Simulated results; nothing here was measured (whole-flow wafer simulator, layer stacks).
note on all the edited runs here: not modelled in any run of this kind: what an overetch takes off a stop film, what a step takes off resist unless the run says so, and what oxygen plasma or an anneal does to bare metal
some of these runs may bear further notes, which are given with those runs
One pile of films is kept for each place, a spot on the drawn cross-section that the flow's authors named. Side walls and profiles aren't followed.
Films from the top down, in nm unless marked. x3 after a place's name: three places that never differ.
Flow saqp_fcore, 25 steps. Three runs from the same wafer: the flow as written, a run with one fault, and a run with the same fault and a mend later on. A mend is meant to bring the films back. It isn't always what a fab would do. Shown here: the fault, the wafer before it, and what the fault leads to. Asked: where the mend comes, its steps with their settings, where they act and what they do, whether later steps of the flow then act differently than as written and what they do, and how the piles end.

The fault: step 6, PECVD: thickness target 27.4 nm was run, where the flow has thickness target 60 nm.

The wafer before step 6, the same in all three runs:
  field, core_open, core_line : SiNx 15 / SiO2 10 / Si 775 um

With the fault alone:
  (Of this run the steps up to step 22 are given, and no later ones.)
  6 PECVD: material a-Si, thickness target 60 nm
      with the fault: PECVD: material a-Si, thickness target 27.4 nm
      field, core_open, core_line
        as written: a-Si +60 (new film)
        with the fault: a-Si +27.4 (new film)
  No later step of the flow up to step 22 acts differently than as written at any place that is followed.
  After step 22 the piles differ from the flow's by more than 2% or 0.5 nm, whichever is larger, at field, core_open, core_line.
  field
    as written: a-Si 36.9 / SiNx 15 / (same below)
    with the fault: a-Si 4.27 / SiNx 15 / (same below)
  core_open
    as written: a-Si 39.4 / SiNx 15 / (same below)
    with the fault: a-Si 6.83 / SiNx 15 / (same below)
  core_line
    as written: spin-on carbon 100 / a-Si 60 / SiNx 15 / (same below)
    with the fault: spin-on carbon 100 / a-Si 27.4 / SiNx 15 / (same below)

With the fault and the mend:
  The mend comes after step 7.
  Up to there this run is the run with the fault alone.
  7a ETCH: chemistry tmah, depth target 31.51 nm
      field, core_open, core_line
        a-Si -27.4 (all of it)
  7b PECVD: material a-Si, thickness target 60 nm (the flow's step 6 once more)
      field, core_open, core_line
        a-Si +60 (new film)
  No later step of the flow acts differently than as written at any place that is followed.
  At the end the piles are the same as the flow's at every place that both follow.
